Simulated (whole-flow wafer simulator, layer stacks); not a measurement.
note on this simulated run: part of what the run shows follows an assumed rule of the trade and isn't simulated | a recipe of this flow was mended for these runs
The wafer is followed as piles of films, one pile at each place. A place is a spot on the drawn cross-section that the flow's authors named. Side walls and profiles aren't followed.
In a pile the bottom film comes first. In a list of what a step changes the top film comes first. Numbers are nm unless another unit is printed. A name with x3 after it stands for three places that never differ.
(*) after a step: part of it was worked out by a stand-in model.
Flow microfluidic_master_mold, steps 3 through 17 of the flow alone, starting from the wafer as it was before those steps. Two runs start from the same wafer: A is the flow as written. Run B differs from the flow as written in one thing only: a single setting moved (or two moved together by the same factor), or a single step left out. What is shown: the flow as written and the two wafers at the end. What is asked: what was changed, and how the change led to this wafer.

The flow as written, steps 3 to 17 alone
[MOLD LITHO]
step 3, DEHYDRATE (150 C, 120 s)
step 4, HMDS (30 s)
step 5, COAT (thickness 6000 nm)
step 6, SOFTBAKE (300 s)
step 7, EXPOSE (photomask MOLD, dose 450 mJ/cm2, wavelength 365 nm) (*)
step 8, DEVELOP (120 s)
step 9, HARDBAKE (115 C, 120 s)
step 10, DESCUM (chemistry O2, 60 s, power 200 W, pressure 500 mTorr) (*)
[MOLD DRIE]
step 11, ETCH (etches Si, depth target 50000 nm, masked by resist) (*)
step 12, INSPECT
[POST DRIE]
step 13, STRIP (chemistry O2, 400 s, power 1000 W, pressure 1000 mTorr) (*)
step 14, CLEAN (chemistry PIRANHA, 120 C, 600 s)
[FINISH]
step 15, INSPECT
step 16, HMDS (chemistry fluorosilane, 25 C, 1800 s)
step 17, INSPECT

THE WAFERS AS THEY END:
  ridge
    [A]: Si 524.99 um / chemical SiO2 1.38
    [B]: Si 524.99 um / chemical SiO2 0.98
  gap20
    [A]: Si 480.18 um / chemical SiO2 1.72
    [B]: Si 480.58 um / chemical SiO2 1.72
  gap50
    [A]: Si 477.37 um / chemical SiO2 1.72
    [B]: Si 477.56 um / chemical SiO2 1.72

Cause: step 5, COAT: thickness 8700 nm was run, whereas the flow has thickness 6000 nm.

Step by step, how the change led to this:
  step 5, COAT (thickness 6000 nm)
      ridge, gap20, gap50, gap200 x2: A +6000 thick-i-line-resist (new film) | B +8700 thick-i-line-resist (new film)
  step 8, DEVELOP (120 s)
      gap20, gap50, gap200 x2: A -6000 thick-i-line-resist (all of it) | B -8700 thick-i-line-resist (all of it)
  step 9, HARDBAKE (115 C, 120 s)
      ridge: A -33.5 thick-i-line-resist | B -57.8 thick-i-line-resist
  step 11, ETCH (etches Si, depth target 50000 nm, masked by resist) (*)
      gap20: A -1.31 chemical SiO2 (all of it), -44.81 um Si | B -1.31 chemical SiO2 (all of it), -44.42 um Si
      gap50: A -1.31 chemical SiO2 (all of it), -47.62 um Si | B -1.31 chemical SiO2 (all of it), -47.44 um Si
  step 13, STRIP (chemistry O2, 400 s, power 1000 W, pressure 1000 mTorr) (*)
      ridge: A -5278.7 thick-i-line-resist (all of it), +0.78 chemical SiO2, -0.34 Si | B -7954.5 thick-i-line-resist (all of it), +0.38 chemical SiO2, -0.17 Si
